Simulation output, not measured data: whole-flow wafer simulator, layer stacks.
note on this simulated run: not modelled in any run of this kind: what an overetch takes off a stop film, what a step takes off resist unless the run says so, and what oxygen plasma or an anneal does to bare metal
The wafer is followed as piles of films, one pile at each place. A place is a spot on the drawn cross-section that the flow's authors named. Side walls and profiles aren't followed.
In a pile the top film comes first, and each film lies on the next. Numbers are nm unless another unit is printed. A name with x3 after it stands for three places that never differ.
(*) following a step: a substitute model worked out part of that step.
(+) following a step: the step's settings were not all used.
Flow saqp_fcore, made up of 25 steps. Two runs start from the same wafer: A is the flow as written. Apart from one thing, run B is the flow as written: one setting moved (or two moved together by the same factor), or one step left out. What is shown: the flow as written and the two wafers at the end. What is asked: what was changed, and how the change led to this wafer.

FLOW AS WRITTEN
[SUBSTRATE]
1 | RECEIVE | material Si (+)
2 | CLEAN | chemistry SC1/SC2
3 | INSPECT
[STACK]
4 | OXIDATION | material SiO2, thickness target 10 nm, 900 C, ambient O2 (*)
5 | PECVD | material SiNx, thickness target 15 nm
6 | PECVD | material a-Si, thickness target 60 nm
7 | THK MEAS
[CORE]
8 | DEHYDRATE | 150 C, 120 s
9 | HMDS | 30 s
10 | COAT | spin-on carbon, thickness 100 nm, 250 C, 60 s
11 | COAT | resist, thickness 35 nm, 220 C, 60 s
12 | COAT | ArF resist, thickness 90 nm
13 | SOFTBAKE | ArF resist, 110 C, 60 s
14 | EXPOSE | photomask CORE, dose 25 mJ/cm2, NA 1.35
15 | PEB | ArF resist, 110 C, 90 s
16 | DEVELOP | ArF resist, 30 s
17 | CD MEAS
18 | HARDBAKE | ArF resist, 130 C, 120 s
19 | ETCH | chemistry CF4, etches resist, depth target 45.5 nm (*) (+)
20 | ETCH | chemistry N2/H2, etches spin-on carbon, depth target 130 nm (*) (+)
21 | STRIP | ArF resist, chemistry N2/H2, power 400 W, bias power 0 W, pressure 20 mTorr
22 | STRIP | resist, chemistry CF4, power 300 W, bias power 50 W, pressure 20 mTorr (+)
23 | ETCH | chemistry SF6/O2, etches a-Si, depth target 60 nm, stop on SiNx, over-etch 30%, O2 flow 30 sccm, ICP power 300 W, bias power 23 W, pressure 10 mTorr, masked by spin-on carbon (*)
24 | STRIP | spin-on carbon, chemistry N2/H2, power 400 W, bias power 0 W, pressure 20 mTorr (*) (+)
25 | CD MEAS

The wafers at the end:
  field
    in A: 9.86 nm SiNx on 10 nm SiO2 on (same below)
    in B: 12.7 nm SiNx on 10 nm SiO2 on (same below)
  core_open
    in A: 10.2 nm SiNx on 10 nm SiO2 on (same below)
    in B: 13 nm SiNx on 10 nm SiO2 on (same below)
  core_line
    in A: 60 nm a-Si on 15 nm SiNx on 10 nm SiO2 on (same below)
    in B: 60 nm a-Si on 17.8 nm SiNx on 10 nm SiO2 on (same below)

Cause: step 5, PECVD: thickness target 17.8 nm was run, while the flow as written has thickness target 15 nm.
One can read it off the wafer: core_line has SiNx 17.8, and step 5 as written asks for 15 nm.

The path from the change to this, step by step:
  5 | PECVD | material SiNx, thickness target 15 nm
      field, core_open, core_line: A SiNx gains 15 (new film) | B SiNx gains 17.8 (new film)
